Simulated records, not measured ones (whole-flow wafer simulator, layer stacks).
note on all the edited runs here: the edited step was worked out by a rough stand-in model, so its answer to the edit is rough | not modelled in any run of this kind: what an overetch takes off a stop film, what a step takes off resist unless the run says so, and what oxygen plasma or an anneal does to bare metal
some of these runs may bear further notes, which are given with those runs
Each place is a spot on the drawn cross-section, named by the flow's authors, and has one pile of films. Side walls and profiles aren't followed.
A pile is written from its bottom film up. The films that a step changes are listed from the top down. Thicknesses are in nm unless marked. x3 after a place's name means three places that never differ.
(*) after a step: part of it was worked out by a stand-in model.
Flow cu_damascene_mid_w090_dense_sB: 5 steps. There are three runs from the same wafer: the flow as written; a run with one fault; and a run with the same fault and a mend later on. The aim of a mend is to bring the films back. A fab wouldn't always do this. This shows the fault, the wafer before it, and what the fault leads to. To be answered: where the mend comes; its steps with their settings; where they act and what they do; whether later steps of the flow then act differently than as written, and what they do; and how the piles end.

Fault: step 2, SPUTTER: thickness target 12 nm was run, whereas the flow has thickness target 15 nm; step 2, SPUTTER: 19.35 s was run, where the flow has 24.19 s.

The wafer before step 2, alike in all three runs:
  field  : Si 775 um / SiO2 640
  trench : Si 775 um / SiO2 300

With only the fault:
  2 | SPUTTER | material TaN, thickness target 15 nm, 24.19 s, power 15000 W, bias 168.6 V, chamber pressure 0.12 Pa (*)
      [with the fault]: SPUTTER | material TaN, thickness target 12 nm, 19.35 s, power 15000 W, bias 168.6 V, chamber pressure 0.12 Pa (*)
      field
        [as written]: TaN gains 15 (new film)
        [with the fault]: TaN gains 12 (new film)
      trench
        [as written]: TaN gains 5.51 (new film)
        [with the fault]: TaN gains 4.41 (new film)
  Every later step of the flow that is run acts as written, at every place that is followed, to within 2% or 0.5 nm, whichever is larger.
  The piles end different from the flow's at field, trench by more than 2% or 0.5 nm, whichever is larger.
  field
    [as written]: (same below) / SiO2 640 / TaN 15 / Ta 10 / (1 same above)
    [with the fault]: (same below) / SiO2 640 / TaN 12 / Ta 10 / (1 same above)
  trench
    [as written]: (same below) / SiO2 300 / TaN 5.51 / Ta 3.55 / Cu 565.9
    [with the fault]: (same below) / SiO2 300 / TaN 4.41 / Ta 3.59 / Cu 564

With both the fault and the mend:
  After step 2 comes the mend.
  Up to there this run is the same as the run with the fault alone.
  2a | SPUTTER | material TaN, thickness target 3 nm, 4.838 s, power 15000 W, bias 168.6 V, chamber pressure 0.12 Pa (*) (a further turn of the flow's step 2, with different settings)
      field
        TaN gains 3
      trench
        TaN gains 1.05
  Every later step of the flow that is run acts as written, at every place that is followed, to within 2% or 0.5 nm, whichever is larger.
  When the end is reached, the piles differ only a little from the flow's at the places that both follow, at most by 2% or 0.5 nm, whichever is larger.
